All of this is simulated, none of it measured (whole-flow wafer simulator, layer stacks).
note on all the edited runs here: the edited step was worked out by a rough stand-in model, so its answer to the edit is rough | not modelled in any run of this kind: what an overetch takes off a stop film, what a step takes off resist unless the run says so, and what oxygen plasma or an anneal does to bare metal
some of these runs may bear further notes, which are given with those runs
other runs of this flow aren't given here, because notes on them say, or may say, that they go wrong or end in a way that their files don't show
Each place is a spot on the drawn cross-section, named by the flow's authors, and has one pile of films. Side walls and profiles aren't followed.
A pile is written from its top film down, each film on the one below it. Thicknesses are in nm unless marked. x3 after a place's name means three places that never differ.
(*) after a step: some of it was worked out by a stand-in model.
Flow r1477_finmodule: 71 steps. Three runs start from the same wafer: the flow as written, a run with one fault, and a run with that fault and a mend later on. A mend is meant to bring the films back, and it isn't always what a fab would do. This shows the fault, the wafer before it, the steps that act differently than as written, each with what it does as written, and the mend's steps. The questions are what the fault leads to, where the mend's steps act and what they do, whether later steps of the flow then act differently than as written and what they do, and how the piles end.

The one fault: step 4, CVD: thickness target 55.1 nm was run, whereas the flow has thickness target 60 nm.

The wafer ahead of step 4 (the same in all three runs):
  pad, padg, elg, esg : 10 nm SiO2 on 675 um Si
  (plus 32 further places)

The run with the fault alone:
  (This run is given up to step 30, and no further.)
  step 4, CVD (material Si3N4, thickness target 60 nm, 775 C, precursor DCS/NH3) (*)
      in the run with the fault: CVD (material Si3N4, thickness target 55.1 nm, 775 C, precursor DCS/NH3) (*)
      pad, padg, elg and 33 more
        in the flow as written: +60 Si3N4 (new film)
        in the run with the fault: +55.1 Si3N4 (new film)
  None of the later steps of the flow up to step 30 acts differently than as written at any place that is followed.
  The piles after step 30 differ from the flow's at pad, padg, elg and 33 more by more than 2% or 0.5 nm, whichever is larger.
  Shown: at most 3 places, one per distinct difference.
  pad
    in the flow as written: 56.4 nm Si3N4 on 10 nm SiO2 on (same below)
    in the run with the fault: 51.5 nm Si3N4 on 10 nm SiO2 on (same below)
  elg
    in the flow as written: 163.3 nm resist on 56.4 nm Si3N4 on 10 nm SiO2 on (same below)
    in the run with the fault: 163.3 nm resist on 51.5 nm Si3N4 on 10 nm SiO2 on (same below)
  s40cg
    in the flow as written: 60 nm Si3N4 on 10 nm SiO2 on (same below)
    in the run with the fault: 55.1 nm Si3N4 on 10 nm SiO2 on (same below)

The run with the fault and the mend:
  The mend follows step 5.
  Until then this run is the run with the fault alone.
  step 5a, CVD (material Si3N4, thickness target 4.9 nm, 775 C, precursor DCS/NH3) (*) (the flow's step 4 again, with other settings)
      pad, padg, elg and 33 more
        +4.9 Si3N4
  None of the later steps of the flow acts differently than as written at any place that is followed.
  By the end, the piles equal the flow's at every place that both follow.
